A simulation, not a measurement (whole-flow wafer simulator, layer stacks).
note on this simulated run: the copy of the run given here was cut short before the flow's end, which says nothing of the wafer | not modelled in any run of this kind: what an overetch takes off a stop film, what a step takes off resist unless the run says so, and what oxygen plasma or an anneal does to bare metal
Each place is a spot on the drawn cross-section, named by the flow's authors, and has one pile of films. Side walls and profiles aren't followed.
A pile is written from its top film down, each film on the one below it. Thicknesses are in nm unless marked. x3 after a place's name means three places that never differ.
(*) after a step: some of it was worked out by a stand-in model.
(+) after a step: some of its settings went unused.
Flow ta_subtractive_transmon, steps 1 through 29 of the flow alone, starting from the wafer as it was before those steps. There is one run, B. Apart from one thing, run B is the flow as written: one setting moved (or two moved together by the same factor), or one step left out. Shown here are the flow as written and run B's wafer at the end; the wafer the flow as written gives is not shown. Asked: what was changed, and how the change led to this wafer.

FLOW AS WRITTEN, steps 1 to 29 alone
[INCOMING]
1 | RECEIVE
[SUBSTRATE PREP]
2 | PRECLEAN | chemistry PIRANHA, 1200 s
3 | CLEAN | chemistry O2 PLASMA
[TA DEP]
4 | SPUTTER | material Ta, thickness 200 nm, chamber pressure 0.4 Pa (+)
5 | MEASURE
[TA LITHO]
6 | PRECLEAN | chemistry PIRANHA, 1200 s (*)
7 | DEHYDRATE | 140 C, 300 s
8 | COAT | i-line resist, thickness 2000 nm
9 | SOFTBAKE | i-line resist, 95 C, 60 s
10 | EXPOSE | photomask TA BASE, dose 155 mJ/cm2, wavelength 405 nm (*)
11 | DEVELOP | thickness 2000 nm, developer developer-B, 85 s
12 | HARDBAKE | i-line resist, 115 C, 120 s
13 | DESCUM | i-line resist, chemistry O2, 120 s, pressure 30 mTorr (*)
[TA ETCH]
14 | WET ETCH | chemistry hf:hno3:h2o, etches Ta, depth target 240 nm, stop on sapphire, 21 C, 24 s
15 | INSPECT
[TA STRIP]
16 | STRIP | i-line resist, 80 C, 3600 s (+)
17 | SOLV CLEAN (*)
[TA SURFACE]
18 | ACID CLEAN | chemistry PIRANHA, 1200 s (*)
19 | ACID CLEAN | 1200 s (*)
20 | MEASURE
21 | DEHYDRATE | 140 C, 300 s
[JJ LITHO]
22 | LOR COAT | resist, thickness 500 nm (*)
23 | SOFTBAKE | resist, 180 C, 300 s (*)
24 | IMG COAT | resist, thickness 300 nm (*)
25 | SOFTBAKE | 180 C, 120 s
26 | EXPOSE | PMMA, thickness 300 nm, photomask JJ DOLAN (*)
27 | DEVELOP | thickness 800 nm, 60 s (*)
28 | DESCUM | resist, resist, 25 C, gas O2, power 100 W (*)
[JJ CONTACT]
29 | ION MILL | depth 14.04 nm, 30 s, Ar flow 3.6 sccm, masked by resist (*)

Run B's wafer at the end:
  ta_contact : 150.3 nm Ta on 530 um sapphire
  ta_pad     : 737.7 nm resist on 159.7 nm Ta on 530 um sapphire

What caused this: step 4, SPUTTER: thickness 160 nm was run, whereas the flow has thickness 200 nm.

The path from the change to this, step by step:
  4 | SPUTTER | material Ta, thickness 200 nm, chamber pressure 0.4 Pa (+)
      field x2, jj_line, lead, ta_contact, ta_pad: Ta gains 160 (new film) (it would be, as written: Ta gains 200 (new film))
  14 | WET ETCH | chemistry hf:hno3:h2o, etches Ta, depth target 240 nm, stop on sapphire, 21 C, 24 s
      field x2, jj_line, lead: Ta loses 160 (all of it) (it would be, as written: Ta loses 200 (all of it))
  22 | LOR COAT | resist, thickness 500 nm (*)
      ta_contact: resist gains 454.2 (new film) (it would be, as written: resist gains 443.8 (new film))
